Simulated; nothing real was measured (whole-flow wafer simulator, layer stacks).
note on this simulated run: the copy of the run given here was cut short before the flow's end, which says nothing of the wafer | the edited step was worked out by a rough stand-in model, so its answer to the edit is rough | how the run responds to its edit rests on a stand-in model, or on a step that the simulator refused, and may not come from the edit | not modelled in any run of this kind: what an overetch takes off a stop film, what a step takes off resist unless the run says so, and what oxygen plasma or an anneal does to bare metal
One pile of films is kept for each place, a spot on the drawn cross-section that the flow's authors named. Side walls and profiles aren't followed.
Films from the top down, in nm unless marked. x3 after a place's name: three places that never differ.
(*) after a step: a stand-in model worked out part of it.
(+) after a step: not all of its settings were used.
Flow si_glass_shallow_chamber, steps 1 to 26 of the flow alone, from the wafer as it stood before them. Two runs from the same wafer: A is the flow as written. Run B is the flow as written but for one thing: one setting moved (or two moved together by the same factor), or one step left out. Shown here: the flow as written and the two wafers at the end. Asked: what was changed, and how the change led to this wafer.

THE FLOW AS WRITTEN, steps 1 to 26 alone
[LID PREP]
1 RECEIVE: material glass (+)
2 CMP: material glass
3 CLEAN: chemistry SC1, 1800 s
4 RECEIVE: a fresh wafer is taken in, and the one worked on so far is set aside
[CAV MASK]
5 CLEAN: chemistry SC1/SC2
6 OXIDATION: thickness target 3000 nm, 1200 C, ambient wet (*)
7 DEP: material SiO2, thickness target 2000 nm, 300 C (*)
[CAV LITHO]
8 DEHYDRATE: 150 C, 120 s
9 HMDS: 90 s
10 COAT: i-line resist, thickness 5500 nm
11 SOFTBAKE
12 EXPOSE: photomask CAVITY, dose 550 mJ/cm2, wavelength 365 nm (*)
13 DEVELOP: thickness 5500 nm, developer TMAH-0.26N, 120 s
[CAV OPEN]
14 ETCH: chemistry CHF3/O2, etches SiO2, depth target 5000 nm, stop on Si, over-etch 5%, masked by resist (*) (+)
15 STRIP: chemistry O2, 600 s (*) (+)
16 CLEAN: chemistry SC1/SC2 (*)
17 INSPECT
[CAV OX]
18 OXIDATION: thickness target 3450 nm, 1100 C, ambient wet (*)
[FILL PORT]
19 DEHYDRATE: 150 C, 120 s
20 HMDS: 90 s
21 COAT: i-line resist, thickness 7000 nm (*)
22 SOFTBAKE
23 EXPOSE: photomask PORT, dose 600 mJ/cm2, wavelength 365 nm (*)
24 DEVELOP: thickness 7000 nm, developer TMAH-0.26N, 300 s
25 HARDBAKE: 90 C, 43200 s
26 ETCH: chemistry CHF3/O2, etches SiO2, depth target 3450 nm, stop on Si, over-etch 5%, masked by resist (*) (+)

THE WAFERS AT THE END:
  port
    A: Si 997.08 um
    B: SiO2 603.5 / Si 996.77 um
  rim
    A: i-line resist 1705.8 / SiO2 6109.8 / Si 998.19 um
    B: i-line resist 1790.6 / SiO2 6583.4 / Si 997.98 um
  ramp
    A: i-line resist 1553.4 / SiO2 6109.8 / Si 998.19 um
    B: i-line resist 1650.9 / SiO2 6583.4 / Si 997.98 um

The cause: step 18, OXIDATION: thickness target 4226 nm was run, where the flow has thickness target 3450 nm.

How the change led to this, step by step:
  18 OXIDATION: thickness target 3450 nm, 1100 C, ambient wet (*)
      rim, ramp, septum, ring: A SiO2 +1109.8, Si -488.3 | B SiO2 +1583.4, Si -696.7
      cav, port: A SiO2 +3450 (new film), chemical SiO2 -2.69 (all of it), Si -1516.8 | B SiO2 +4226 (new film), chemical SiO2 -2.69 (all of it), Si -1858.3
  22 SOFTBAKE
      rim: A i-line resist -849 | B i-line resist -819.5
      ramp: A i-line resist -434.5 | B i-line resist -414.2
      (and at 2 more places)
  25 HARDBAKE: 90 C, 43200 s
      rim: A i-line resist -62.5 | B i-line resist -65.6
      ramp: A i-line resist -57.1 | B i-line resist -60.5
  26 ETCH: chemistry CHF3/O2, etches SiO2, depth target 3450 nm, stop on Si, over-etch 5%, masked by resist (*) (+)
      port: A SiO2 -3450 (all of it), Si -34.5 | B SiO2 -3622.5
